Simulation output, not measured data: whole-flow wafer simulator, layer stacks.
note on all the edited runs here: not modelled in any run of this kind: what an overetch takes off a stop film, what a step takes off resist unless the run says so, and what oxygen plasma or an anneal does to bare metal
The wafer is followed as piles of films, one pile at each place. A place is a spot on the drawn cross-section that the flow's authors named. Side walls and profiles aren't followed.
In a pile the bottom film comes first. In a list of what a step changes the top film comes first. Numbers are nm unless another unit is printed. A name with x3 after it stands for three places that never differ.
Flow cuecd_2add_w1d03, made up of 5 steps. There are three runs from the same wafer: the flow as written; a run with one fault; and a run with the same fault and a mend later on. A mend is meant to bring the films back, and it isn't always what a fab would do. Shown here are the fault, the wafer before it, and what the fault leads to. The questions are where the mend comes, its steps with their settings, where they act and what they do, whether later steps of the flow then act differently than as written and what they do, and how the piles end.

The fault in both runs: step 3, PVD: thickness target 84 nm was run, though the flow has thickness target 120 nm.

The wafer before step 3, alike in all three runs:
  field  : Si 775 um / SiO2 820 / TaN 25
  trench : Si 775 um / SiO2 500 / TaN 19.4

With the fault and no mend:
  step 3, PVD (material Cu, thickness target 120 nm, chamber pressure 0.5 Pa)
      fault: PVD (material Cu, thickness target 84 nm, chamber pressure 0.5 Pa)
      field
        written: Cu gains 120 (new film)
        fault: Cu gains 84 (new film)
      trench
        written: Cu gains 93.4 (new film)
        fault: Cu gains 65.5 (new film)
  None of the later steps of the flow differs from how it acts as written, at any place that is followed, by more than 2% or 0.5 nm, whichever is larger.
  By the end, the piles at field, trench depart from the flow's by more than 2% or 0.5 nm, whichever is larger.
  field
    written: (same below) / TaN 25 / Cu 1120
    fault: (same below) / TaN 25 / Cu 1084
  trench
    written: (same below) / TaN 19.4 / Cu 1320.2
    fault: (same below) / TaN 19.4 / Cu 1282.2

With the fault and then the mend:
  The mend stands after step 3.
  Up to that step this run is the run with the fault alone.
  step 3a, PVD (material Cu, thickness target 36 nm, chamber pressure 0.5 Pa) (the flow's step 3, run once more with other settings)
      field
        Cu gains 36
      trench
        Cu gains 27.1
  None of the later steps of the flow differs from how it acts as written, at any place that is followed, by more than 2% or 0.5 nm, whichever is larger.
  The piles end the same as the flow's at every place that both follow.
